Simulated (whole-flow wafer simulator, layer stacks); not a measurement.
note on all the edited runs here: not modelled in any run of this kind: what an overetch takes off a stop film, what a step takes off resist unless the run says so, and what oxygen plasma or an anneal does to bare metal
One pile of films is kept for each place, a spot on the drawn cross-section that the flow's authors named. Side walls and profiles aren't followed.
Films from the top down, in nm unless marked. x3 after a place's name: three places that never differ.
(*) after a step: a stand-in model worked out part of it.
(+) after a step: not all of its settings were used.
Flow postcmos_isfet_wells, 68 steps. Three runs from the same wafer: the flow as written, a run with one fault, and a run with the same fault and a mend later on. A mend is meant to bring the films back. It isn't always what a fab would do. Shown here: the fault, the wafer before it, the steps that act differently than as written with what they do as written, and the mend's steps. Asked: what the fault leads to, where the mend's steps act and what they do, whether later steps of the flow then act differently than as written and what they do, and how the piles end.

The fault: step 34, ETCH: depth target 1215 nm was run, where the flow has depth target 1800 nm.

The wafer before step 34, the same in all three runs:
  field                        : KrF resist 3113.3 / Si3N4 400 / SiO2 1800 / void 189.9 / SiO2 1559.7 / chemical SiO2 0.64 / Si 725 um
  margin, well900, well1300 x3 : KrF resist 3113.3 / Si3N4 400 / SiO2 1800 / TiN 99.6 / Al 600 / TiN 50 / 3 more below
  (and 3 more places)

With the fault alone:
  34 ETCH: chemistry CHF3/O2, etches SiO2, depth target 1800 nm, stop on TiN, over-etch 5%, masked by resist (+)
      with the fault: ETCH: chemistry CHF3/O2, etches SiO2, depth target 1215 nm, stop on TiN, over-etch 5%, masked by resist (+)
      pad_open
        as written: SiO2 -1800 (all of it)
        with the fault: SiO2 -1215
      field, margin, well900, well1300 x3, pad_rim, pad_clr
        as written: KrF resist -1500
        with the fault: KrF resist -1012.5
  Later steps of the flow that act differently than as written (1 more step differs only slightly, by at most 2% or 0.5 nm, whichever is larger, and isn't shown):
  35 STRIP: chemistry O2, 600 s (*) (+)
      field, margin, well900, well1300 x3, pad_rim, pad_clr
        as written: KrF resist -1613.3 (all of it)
        with the fault: KrF resist -2100.8 (all of it)
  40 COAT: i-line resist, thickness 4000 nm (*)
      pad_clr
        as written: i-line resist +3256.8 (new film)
        with the fault: i-line resist +3442.4 (new film)
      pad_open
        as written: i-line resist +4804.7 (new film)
        with the fault: i-line resist +4593.8 (new film)
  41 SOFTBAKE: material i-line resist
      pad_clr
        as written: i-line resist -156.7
        with the fault: i-line resist -101.1
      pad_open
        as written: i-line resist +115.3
        with the fault: i-line resist +88
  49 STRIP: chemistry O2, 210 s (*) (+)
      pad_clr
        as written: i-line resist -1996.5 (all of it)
        with the fault: i-line resist -2237.6 (all of it)
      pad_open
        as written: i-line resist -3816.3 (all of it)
        with the fault: i-line resist -3578.2 (all of it)
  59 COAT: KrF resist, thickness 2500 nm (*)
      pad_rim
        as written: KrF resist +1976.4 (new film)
        with the fault: KrF resist +2113 (new film)
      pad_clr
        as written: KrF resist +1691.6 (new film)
        with the fault: KrF resist +1893.4 (new film)
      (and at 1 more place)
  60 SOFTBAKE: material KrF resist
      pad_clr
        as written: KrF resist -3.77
        with the fault: KrF resist -3.26
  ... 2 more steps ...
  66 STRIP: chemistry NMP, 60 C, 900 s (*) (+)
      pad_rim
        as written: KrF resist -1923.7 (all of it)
        with the fault: KrF resist -2059 (all of it)
  At the end the piles differ from the flow's by more than 2% or 0.5 nm, whichever is larger, at pad_open.
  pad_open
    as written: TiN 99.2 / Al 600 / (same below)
    with the fault: SiO2 585 / TiN 99.6 / Al 600 / (same below)

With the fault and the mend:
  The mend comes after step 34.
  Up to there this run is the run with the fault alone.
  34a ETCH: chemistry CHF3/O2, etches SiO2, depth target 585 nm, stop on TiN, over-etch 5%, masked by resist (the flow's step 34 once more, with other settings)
      field, margin, well900, well1300 x3, pad_rim, pad_clr
        KrF resist -487.5
      pad_open
        SiO2 -585 (all of it)
  No later step of the flow acts differently than as written at any place that is followed.
  At the end the piles are the same as the flow's at every place that both follow.
